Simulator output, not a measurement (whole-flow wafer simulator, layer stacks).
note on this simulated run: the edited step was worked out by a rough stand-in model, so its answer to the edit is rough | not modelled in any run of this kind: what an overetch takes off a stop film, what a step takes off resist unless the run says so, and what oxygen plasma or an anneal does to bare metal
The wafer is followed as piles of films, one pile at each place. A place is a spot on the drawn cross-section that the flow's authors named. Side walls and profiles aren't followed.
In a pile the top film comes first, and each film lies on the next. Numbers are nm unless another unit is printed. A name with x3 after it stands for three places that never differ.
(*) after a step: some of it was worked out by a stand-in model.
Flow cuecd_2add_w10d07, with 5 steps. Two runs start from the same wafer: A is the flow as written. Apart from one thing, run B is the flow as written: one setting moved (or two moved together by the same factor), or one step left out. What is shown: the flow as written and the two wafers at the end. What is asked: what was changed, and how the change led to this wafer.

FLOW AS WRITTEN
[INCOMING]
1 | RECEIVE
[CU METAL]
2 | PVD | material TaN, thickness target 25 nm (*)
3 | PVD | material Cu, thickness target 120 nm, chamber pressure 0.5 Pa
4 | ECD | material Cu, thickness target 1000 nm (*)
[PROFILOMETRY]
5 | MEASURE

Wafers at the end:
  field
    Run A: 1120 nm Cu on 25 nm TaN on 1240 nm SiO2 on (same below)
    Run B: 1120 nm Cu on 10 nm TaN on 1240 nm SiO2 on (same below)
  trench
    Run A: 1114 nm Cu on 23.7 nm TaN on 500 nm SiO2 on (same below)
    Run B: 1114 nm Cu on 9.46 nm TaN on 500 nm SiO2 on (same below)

Cause: step 2, PVD: thickness target 10 nm was run, whereas the flow has thickness target 25 nm.
One can read it off the wafer: field has TaN 10, and step 2 as written asks for 25 nm.

How this came from the change, step by step:
  2 | PVD | material TaN, thickness target 25 nm (*)
      field: A +25 TaN (new film) | B +10 TaN (new film)
      trench: A +23.7 TaN (new film) | B +9.46 TaN (new film)
